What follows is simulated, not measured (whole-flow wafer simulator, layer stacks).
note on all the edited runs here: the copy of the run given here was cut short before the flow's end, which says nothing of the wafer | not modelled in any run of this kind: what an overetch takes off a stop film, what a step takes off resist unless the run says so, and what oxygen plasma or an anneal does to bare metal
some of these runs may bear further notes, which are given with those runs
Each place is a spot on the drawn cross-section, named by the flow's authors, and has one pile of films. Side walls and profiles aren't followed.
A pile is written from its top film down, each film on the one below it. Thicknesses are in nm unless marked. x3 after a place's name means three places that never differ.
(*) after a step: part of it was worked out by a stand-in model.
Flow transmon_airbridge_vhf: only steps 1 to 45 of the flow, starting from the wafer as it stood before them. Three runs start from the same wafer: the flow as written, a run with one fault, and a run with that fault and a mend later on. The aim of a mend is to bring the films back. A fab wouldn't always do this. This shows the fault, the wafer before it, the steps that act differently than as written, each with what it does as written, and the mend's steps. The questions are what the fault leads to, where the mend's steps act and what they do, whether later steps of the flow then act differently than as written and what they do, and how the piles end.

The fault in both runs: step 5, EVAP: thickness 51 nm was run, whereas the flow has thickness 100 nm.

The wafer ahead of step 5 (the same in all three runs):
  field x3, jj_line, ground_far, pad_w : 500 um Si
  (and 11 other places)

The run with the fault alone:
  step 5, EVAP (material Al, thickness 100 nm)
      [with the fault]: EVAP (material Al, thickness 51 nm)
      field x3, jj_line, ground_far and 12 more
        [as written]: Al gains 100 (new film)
        [with the fault]: Al gains 51 (new film)
  Later steps of the flow acting differently than as written (14 other steps are not shown; they differ only slightly, by no more than 2% or 0.5 nm, whichever is larger):
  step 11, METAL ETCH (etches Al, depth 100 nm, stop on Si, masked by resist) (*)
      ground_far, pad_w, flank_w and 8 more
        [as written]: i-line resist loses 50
        [with the fault]: i-line resist loses 38.2
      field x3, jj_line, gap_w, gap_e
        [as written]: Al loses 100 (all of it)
        [with the fault]: Al loses 51 (all of it)
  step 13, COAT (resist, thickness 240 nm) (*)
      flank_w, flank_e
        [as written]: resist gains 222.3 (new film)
        [with the fault]: resist gains 230.5 (new film)
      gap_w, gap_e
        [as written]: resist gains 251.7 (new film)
        [with the fault]: resist gains 246.2 (new film)
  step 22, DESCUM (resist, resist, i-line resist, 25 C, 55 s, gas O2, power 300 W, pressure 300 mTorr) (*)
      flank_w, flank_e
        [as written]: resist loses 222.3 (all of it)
        [with the fault]: resist loses 230.5 (all of it)
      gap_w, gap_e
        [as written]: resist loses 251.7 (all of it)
        [with the fault]: resist loses 246.2 (all of it)
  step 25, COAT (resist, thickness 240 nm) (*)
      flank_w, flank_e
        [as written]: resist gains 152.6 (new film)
        [with the fault]: resist gains 158.5 (new film)
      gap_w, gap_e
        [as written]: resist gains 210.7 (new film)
        [with the fault]: resist gains 205.4 (new film)
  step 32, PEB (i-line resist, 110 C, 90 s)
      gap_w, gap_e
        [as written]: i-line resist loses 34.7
        [with the fault]: i-line resist loses 34
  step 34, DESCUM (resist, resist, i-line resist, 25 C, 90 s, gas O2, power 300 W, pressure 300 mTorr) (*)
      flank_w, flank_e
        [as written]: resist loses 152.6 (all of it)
        [with the fault]: resist loses 158.5 (all of it)
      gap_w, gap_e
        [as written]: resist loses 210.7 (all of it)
        [with the fault]: resist loses 205.4 (all of it)
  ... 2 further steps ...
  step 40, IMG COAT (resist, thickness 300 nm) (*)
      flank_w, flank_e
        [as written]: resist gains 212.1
        [with the fault]: resist gains 219.3
  At ground_far, pad_w, flank_w and 8 more, the piles at the end differ from the flow's by more than 2% or 0.5 nm, whichever is larger.
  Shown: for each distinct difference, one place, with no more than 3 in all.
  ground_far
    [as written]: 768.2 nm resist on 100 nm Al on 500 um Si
    [with the fault]: 768.2 nm resist on 51 nm Al on 500 um Si
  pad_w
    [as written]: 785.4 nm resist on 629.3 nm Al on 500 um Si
    [with the fault]: 785.7 nm resist on 591.3 nm Al on 499.99 um Si
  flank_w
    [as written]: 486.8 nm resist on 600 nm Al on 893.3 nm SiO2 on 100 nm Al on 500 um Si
    [with the fault]: 495.5 nm resist on 600 nm Al on 893 nm SiO2 on 51 nm Al on 500 um Si

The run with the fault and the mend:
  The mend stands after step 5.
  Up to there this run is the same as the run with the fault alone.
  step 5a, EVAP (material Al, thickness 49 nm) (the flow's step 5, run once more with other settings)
      field x3, jj_line, ground_far and 12 more
        Al gains 49
  Every later step of the flow that is run acts as written at every place that is followed.
  By the end, the piles equal the flow's at every place that both follow.
